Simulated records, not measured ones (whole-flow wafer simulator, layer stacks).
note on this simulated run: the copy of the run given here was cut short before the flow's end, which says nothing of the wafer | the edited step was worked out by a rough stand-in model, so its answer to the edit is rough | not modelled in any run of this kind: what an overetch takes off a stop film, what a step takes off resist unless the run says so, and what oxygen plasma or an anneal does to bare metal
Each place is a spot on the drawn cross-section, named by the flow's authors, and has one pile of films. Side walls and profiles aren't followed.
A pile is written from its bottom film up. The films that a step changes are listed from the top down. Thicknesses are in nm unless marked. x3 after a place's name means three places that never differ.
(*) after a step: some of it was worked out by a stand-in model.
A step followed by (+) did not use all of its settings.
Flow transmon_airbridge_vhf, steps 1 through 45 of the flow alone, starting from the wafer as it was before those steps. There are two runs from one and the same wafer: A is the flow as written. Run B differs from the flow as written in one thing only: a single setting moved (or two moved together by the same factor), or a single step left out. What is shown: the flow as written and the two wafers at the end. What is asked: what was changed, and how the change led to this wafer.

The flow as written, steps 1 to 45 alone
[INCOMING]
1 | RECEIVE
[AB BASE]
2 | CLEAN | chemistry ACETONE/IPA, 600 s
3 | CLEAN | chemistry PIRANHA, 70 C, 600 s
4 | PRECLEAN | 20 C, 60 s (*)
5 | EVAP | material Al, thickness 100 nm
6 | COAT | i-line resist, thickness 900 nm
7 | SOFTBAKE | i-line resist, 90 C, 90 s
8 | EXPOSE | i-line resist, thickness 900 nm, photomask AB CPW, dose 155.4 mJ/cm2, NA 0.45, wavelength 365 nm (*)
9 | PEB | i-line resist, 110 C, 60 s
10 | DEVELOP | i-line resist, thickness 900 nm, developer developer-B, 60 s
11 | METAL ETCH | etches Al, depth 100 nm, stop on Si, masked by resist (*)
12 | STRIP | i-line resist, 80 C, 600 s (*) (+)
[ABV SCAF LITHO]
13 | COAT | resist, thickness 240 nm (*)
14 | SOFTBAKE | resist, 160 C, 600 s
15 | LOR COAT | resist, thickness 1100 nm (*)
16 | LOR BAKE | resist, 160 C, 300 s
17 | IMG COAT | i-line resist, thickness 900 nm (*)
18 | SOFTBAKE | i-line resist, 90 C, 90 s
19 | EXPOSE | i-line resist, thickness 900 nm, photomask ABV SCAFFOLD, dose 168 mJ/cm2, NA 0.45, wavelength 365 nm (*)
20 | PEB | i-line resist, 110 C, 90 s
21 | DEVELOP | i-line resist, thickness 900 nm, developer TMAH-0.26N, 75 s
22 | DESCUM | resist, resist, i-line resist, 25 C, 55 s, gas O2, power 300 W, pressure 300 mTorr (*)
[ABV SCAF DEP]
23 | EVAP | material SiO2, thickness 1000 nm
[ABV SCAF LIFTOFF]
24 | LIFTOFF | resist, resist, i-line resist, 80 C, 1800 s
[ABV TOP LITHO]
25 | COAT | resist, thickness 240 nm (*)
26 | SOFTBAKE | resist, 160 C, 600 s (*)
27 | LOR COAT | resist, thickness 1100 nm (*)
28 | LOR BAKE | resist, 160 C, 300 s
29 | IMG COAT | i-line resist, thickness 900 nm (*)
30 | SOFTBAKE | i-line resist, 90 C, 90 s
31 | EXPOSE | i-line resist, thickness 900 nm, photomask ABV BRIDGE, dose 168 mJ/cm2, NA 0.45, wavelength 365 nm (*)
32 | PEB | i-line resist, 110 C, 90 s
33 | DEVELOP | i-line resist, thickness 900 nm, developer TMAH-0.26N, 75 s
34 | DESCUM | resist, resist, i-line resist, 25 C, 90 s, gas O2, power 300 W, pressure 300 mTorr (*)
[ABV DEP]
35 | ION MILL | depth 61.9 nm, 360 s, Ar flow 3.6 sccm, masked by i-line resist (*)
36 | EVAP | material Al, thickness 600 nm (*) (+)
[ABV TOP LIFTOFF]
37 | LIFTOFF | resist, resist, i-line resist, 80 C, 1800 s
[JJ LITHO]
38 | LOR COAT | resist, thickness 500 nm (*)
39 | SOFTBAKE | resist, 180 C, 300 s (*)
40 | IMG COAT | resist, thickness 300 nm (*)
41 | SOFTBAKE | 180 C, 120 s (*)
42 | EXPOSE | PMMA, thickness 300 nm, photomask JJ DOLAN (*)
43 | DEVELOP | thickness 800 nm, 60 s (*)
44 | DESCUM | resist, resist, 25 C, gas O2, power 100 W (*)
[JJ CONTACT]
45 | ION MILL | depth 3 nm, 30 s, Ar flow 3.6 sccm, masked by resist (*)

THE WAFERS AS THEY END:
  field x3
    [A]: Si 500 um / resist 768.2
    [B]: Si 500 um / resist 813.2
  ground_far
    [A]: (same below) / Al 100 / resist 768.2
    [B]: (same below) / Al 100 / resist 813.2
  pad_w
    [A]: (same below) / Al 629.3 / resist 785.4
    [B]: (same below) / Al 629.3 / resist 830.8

The reason: step 40, IMG COAT: thickness 345 nm was run, whereas the flow has thickness 300 nm.

How this came from the change, step by step:
  40 | IMG COAT | resist, thickness 300 nm (*)
      field x3, jj_line, ground_far, trace_open_s x2: A resist gains 300 | B resist gains 345
      pad_w, pad_e: A resist gains 300.1 | B resist gains 345.6
      (and at 8 other places as well)
  43 | DEVELOP | thickness 800 nm, 60 s (*)
      jj_line: A resist loses 800 (all of it) | B resist loses 845 (all of it)
